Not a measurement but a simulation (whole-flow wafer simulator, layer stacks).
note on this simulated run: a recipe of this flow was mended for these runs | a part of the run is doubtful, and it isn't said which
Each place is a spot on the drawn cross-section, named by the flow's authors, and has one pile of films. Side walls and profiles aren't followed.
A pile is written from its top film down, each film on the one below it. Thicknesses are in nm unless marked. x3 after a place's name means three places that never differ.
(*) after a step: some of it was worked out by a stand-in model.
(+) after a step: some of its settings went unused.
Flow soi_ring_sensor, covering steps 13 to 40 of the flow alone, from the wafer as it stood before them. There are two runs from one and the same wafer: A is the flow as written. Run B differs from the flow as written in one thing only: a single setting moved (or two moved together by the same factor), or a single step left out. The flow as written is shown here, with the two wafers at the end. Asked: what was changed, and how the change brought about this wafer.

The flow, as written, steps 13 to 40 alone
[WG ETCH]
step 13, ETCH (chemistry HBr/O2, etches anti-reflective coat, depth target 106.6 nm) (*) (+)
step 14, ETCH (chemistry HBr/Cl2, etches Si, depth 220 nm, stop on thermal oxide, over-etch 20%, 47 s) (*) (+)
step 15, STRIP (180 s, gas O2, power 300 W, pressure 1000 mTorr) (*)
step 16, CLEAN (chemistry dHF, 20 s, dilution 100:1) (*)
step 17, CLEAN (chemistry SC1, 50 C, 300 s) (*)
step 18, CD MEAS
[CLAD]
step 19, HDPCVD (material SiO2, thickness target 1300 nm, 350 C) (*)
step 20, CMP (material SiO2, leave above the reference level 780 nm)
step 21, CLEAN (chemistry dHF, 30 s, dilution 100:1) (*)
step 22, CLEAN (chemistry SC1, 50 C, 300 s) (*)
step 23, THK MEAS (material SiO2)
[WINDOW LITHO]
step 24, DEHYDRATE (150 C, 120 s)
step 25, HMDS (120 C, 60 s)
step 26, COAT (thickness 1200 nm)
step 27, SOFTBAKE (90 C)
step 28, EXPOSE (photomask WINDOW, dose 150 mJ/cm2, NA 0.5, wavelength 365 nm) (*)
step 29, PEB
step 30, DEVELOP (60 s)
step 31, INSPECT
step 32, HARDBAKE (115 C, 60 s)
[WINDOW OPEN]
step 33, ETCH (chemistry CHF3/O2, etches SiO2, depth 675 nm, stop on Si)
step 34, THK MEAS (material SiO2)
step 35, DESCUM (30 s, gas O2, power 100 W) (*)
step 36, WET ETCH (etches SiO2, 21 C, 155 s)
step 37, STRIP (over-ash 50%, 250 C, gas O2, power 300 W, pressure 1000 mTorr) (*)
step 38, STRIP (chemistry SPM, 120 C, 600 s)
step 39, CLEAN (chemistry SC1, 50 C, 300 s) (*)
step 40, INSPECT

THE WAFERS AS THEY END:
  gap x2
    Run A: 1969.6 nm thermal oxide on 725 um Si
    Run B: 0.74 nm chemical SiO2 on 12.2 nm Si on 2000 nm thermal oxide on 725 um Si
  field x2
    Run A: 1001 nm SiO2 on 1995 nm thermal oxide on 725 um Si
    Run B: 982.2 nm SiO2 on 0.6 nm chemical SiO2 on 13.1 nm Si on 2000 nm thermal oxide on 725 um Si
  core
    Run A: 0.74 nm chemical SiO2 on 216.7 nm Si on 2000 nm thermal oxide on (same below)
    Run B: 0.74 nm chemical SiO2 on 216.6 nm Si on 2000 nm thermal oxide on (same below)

Cause: step 13, ETCH: depth target 53.3 nm was run, while the flow as written has depth target 106.6 nm.

The path from the change to this, step by step:
  step 13, ETCH (chemistry HBr/O2, etches anti-reflective coat, depth target 106.6 nm) (*) (+)
      gap x2, field x2: A anti-reflective coat loses 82 (all of it), chemical SiO2 loses 0.6 (all of it), Si loses 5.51 | B anti-reflective coat loses 53.3
      core, core_clad: A CAR-ArF-dry loses 106.6 | B CAR-ArF-dry loses 53.3
  step 14, ETCH (chemistry HBr/Cl2, etches Si, depth 220 nm, stop on thermal oxide, over-etch 20%, 47 s) (*) (+)
      gap x2, field x2: A Si loses 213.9 (all of it), thermal oxide loses 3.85 | B anti-reflective coat loses 28.7 (all of it), chemical SiO2 loses 0.6 (all of it), Si loses 204.5
  step 15, STRIP (180 s, gas O2, power 300 W, pressure 1000 mTorr) (*)
      gap x2, field x2: A nothing | B chemical SiO2 gains 1.3 (new film), Si loses 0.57
      core, core_clad: A CAR-ArF-dry loses 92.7 (all of it), anti-reflective coat loses 82 (all of it), chemical SiO2 gains 0.6, Si loses 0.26 | B CAR-ArF-dry loses 146 (all of it), anti-reflective coat loses 82 (all of it), chemical SiO2 gains 0.57, Si loses 0.25
  step 16, CLEAN (chemistry dHF, 20 s, dilution 100:1) (*)
      gap x2, field x2: A thermal oxide loses 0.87 | B chemical SiO2 loses 1.3 (all of it)
  step 17, CLEAN (chemistry SC1, 50 C, 300 s) (*)
      gap x2, field x2: A thermal oxide loses 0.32 | B chemical SiO2 gains 0.6 (new film), Si loses 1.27
  step 20, CMP (material SiO2, leave above the reference level 780 nm)
      gap x2, field x2: A SiO2 loses 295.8 | B SiO2 loses 314.5
  step 36, WET ETCH (etches SiO2, 21 C, 155 s)
      gap x2: A SiO2 loses 326.6 (all of it), thermal oxide loses 25 | B SiO2 loses 307.9 (all of it), chemical SiO2 loses 0.6 (all of it), Si loses 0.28
  step 37, STRIP (over-ash 50%, 250 C, gas O2, power 300 W, pressure 1000 mTorr) (*)
      gap x2: A nothing | B chemical SiO2 gains 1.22 (new film), Si loses 0.54
